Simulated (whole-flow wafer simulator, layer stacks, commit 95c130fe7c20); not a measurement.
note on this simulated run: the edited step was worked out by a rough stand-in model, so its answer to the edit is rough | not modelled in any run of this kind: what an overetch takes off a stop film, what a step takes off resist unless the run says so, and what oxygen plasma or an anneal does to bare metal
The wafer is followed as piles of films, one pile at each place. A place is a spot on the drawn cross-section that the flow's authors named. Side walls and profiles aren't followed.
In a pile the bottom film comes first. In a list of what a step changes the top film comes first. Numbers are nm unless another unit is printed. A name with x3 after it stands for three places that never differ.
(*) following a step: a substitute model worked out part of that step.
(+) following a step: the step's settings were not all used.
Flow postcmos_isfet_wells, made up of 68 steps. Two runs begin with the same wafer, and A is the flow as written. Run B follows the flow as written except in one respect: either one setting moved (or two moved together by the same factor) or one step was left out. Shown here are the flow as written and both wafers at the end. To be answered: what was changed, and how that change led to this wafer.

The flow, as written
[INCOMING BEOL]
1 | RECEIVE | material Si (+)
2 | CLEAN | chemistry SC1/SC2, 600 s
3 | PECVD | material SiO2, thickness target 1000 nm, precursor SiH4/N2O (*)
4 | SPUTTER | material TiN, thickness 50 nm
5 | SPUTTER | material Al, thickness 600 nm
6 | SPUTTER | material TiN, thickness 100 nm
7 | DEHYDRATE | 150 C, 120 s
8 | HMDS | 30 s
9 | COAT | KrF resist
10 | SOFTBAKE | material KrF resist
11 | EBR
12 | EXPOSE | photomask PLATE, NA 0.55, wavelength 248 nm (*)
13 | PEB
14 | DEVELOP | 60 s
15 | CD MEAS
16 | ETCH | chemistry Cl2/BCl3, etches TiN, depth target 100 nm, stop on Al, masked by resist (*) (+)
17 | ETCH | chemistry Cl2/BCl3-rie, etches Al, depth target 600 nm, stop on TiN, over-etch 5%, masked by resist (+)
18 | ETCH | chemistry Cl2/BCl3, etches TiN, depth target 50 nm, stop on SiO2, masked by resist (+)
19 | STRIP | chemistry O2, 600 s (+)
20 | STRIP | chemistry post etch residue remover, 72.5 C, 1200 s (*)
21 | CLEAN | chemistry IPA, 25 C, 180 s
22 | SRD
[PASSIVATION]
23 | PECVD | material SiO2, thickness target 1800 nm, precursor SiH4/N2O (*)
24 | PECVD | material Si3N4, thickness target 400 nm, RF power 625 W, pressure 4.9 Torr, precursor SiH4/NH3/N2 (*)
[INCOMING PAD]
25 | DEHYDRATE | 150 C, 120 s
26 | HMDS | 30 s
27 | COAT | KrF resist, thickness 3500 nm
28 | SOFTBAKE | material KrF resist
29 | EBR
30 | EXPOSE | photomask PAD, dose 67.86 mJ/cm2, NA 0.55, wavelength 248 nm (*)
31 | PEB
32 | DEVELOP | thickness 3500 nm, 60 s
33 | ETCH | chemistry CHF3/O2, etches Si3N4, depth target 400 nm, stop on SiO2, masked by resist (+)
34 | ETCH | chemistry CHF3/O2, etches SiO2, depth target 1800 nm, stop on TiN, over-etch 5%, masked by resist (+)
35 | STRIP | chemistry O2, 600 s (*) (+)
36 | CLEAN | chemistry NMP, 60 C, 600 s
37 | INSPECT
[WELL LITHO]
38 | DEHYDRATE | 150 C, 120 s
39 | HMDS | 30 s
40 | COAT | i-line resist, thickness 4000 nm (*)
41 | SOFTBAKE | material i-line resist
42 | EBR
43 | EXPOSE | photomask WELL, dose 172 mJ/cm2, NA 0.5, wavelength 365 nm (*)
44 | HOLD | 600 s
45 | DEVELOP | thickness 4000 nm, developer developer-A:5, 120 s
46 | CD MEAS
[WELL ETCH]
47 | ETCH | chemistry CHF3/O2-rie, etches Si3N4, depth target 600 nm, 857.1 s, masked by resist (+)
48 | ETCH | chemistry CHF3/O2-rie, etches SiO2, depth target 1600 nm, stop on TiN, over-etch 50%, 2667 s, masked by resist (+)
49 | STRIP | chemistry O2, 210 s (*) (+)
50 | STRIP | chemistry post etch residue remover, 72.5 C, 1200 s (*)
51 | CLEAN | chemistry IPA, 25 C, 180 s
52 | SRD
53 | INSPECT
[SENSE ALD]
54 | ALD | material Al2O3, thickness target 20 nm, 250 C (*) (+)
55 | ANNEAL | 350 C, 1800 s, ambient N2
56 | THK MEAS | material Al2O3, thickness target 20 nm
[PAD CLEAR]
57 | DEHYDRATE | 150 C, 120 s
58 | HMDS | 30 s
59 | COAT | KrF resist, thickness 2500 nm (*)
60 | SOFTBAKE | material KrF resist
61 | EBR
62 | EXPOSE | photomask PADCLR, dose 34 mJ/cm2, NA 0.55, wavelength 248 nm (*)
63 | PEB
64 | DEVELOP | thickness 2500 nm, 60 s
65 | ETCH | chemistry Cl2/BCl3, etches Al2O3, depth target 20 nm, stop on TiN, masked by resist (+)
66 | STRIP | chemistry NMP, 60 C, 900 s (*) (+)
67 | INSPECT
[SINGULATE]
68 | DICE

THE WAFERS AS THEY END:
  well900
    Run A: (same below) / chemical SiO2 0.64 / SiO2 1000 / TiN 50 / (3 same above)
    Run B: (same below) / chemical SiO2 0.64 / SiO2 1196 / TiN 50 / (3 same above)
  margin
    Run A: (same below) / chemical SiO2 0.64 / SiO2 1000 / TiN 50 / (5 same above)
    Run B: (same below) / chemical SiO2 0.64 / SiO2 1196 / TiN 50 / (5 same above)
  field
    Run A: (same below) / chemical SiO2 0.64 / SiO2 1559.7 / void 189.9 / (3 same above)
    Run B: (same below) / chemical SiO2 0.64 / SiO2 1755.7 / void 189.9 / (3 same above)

The reason: step 3, PECVD: thickness target 1196 nm was run, while the flow as written has thickness target 1000 nm.
The wafer lets one read it off: well900 has SiO2 1196, and step 3 as written asks for 1000 nm.

Step by step, how the change led to this:
  3 | PECVD | material SiO2, thickness target 1000 nm, precursor SiH4/N2O (*)
      field, margin, well900, well1300 x3, pad_rim, pad_clr, pad_open: A +1000 SiO2 (new film) | B +1196 SiO2 (new film)
